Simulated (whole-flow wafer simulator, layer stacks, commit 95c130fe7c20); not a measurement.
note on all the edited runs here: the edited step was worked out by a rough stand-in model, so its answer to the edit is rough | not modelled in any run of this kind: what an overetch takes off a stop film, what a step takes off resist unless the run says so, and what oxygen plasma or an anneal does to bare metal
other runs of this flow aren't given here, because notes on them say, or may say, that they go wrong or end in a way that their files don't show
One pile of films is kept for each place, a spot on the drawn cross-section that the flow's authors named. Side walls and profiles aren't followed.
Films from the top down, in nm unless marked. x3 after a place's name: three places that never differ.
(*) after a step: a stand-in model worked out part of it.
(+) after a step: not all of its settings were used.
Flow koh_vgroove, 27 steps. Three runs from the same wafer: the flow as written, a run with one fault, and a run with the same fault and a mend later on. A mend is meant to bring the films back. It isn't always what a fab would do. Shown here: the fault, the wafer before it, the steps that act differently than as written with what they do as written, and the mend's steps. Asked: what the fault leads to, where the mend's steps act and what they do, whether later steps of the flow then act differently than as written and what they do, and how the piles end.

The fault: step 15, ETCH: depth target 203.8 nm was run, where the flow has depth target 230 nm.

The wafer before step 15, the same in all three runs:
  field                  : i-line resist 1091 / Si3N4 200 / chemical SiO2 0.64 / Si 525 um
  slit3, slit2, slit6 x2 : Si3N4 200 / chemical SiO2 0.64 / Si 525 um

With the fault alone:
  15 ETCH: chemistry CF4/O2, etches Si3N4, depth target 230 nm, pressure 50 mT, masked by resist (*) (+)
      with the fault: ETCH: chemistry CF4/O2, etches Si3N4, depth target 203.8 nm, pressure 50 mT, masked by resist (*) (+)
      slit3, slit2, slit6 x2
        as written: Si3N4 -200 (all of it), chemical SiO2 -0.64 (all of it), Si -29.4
        with the fault: Si3N4 -200 (all of it), chemical SiO2 -0.64 (all of it), Si -3.16
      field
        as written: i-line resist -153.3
        with the fault: i-line resist -135.9
  No later step of the flow acts differently than as written, at any place that is followed, by more than 2% or 0.5 nm, whichever is larger.
  At the end the piles differ from the flow's only slightly at the places that both follow, by at most 2% or 0.5 nm, whichever is larger.

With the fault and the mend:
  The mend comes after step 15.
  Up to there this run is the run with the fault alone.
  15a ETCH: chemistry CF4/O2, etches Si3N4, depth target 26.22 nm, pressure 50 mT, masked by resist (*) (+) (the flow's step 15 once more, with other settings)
      slit3, slit2, slit6 x2
        Si -26.2
      field
        i-line resist -17.5
  No later step of the flow acts differently than as written at any place that is followed.
  At the end the piles are the same as the flow's at every place that both follow.
